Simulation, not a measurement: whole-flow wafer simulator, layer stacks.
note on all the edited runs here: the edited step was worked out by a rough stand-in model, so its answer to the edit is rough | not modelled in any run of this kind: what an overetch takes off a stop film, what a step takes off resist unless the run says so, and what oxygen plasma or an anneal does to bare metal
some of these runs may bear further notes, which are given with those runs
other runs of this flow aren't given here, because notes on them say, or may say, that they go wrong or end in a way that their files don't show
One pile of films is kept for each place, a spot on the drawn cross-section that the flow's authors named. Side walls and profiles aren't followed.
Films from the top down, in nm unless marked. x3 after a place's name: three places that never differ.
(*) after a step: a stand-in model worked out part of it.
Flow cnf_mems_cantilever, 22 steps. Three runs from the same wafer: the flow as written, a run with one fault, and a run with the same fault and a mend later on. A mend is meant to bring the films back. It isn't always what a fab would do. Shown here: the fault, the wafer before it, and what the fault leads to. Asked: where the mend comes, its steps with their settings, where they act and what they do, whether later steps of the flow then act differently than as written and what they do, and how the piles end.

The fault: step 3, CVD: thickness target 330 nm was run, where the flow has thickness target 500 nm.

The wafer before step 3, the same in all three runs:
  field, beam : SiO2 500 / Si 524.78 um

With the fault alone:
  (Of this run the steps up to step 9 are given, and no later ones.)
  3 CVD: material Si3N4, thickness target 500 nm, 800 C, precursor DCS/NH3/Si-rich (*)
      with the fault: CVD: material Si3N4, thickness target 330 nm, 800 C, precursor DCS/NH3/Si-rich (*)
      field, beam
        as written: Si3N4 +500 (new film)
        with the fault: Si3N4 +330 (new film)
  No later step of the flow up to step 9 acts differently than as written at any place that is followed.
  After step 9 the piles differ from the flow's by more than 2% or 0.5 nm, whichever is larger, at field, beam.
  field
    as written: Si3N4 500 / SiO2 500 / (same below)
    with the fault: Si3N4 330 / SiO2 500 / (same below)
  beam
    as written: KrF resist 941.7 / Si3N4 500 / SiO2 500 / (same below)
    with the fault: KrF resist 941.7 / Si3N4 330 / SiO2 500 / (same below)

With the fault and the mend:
  The mend comes after step 3.
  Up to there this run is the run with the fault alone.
  3a ETCH: chemistry h3po4, depth target 379.5 nm
      field, beam
        Si3N4 -330 (all of it)
  3b CLEAN: chemistry SC1/SC2 (the flow's step 1 once more)
      changes no film at any place that is followed
  3c CVD: material Si3N4, thickness target 500 nm, 800 C, precursor DCS/NH3/Si-rich (*) (the flow's step 3 once more)
      field, beam
        Si3N4 +500 (new film)
  No later step of the flow acts differently than as written at any place that is followed.
  At the end the piles are the same as the flow's at every place that both follow.
